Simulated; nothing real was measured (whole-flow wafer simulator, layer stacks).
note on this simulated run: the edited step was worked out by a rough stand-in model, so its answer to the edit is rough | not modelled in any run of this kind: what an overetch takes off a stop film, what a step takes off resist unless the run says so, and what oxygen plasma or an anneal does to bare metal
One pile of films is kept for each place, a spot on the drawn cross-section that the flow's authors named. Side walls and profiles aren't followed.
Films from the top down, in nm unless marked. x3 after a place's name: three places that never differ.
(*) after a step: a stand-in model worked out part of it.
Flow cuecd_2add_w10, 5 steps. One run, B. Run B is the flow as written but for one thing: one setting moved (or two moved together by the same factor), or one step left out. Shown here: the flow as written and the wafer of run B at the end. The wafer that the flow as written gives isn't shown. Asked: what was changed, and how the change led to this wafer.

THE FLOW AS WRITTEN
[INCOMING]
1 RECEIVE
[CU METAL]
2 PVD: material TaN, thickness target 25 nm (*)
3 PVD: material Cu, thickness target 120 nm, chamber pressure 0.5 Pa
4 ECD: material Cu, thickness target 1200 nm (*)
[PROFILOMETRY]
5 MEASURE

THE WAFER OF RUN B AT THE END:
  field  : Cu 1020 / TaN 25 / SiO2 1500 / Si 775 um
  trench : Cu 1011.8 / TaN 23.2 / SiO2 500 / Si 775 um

The cause: step 4, ECD: thickness target 900 nm was run, where the flow has thickness target 1200 nm.

How the change led to this, step by step:
  4 ECD: material Cu, thickness target 1200 nm (*)
      field, trench: Cu +900 (as written it would be: Cu +1200)
